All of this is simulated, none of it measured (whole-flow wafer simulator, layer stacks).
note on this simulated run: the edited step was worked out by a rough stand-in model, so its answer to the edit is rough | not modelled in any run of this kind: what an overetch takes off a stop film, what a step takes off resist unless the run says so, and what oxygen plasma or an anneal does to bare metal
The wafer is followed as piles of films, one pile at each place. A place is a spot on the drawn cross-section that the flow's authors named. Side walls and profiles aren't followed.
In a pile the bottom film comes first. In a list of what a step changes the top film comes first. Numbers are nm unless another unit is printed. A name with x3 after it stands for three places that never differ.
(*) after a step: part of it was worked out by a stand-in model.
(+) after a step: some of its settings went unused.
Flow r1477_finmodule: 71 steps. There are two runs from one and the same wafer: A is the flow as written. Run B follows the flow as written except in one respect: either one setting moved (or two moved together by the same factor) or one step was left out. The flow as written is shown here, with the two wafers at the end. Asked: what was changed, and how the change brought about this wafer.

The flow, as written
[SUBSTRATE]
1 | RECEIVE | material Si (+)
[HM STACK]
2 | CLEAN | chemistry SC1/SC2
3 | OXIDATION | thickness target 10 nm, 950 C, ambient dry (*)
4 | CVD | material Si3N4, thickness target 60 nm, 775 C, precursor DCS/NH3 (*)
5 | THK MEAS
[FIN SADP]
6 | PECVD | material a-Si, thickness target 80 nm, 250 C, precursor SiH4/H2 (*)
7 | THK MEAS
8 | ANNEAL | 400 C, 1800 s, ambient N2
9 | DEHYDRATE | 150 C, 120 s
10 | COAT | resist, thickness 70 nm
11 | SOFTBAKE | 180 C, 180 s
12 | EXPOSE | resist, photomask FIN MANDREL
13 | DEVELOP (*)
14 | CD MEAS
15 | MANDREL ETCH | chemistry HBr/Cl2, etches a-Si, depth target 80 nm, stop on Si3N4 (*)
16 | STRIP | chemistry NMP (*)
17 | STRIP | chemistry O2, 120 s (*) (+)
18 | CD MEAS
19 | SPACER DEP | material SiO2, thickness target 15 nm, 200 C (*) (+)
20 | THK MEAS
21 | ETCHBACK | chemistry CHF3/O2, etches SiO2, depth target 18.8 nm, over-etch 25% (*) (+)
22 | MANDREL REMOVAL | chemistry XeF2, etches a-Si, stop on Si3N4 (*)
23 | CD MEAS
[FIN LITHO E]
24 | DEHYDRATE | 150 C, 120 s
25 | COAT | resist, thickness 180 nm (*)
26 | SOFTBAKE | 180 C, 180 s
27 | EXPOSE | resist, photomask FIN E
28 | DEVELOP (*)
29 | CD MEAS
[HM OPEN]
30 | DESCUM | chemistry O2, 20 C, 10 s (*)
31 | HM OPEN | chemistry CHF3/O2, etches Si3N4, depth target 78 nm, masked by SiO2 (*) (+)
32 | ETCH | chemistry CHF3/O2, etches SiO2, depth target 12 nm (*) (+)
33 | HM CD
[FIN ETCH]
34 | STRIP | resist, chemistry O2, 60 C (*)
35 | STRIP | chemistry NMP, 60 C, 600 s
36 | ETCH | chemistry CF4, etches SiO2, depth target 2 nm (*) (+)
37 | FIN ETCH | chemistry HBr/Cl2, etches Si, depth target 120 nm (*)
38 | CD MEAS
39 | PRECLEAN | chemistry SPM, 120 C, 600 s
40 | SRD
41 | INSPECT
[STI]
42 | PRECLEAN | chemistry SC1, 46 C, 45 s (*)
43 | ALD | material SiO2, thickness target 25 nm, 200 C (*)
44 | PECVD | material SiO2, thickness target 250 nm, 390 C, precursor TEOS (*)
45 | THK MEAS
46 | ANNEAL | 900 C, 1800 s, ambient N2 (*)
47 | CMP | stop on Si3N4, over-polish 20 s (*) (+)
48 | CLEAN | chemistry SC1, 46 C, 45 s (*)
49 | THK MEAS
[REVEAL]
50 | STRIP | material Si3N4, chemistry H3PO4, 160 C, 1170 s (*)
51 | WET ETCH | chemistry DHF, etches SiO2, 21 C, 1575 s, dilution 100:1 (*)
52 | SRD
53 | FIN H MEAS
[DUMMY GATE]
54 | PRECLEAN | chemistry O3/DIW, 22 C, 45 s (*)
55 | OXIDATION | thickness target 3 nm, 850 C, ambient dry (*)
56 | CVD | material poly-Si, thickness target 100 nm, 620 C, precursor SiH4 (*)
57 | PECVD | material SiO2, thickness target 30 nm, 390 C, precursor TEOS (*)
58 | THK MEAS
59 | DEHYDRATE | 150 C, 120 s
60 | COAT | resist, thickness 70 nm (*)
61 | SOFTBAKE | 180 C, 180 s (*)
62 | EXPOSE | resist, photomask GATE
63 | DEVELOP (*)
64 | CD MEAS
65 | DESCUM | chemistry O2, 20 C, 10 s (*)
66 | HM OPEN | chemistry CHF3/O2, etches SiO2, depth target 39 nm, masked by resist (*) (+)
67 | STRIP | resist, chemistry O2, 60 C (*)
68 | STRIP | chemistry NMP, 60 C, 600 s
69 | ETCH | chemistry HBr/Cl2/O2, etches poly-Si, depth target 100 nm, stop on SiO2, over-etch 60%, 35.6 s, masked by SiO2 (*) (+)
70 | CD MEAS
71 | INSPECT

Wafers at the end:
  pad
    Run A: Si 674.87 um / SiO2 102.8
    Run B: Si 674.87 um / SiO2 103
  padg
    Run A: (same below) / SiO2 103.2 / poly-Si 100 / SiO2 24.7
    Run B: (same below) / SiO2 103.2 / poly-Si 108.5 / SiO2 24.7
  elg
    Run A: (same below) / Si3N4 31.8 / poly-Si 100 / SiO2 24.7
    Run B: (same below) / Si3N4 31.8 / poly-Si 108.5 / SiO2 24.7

Cause: step 56, CVD: thickness target 108.5 nm was run, whereas the flow has thickness target 100 nm.
The wafer itself shows it: padg has poly-Si 108.5, and step 56 as written asks for 100 nm.

The path from the change to this, step by step:
  56 | CVD | material poly-Si, thickness target 100 nm, 620 C, precursor SiH4 (*)
      pad, padg, elg and 26 more: A +100 poly-Si (new film) | B +108.5 poly-Si (new film)
      s40cg, s40co: A +113.9 poly-Si (new film) | B +122.6 poly-Si (new film)
      (and at 5 other places as well)
  69 | ETCH | chemistry HBr/Cl2/O2, etches poly-Si, depth target 100 nm, stop on SiO2, over-etch 60%, 35.6 s, masked by SiO2 (*) (+)
      elo, e40lo, e100lo, e200lo: A -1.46 chemical SiO2 (all of it), -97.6 poly-Si (all of it), -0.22 Si3N4 | B -1.46 chemical SiO2 (all of it), -106.1 poly-Si (all of it)
      pad, eso, e40so and 8 more: A -1.46 chemical SiO2 (all of it), -97.6 poly-Si (all of it), -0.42 SiO2 | B -1.46 chemical SiO2 (all of it), -106.1 poly-Si (all of it), -0.27 SiO2
      (and at 3 other places as well)
